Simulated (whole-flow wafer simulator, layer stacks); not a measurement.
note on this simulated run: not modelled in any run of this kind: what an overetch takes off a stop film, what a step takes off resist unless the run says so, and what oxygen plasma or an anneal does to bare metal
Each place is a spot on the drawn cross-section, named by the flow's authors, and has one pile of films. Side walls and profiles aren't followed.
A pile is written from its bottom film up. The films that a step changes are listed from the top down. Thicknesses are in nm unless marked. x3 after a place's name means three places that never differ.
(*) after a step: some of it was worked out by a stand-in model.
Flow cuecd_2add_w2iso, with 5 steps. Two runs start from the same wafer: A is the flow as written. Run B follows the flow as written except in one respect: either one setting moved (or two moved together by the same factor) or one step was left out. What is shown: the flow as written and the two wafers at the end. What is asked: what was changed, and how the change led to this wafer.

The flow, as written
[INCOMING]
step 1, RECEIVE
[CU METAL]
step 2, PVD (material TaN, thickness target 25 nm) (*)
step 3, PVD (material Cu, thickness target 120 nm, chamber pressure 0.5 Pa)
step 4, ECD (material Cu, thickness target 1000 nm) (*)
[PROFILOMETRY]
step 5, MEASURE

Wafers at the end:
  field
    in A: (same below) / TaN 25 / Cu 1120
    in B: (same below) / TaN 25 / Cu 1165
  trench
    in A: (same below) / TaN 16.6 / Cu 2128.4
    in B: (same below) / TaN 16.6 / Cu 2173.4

The reason: step 3, PVD: thickness target 165 nm was run, whereas the flow has thickness target 120 nm.

The path from the change to this, step by step:
  step 3, PVD (material Cu, thickness target 120 nm, chamber pressure 0.5 Pa)
      field: A Cu gains 120 (new film) | B Cu gains 165 (new film)
      trench: A Cu gains 80.8 (new film) | B Cu gains 110.8 (new film)
